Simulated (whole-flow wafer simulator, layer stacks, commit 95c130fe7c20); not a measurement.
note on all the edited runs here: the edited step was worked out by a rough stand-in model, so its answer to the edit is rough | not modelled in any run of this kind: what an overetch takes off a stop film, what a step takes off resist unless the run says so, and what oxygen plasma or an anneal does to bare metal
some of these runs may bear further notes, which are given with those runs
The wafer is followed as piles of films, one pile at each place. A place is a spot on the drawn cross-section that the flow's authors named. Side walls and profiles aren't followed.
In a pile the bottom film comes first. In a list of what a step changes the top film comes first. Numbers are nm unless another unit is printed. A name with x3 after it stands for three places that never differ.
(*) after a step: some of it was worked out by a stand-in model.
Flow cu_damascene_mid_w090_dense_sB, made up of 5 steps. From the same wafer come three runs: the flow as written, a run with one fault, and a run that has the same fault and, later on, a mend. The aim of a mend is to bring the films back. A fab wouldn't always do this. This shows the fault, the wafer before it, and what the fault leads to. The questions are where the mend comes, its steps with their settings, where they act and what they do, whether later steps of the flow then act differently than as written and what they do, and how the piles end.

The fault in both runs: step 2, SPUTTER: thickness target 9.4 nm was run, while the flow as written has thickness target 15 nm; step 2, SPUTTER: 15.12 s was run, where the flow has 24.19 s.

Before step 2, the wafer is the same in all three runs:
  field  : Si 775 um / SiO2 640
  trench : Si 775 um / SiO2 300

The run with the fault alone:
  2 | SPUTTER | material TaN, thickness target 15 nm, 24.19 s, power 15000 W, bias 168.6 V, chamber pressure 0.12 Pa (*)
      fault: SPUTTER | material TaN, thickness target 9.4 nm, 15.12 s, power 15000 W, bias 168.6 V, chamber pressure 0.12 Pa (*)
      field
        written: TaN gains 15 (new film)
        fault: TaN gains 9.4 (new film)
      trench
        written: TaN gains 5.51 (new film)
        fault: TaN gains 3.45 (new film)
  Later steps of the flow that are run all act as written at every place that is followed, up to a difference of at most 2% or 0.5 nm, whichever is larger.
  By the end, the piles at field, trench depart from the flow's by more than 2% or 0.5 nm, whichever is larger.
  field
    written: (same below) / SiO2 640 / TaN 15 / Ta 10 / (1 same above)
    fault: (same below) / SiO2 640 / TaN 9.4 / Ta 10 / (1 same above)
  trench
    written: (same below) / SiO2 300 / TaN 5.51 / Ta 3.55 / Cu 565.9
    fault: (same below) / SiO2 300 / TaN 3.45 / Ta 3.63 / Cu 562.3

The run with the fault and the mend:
  After step 2 comes the mend.
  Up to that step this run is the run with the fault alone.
  2a | SPUTTER | material TaN, thickness target 5.6 nm, 9.031 s, power 15000 W, bias 168.6 V, chamber pressure 0.12 Pa (*) (a further turn of the flow's step 2, with different settings)
      field
        TaN gains 5.6
      trench
        TaN gains 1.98
  Later steps of the flow that are run all act as written at every place that is followed, up to a difference of at most 2% or 0.5 nm, whichever is larger.
  When the end is reached, the piles differ only a little from the flow's at the places that both follow, at most by 2% or 0.5 nm, whichever is larger.
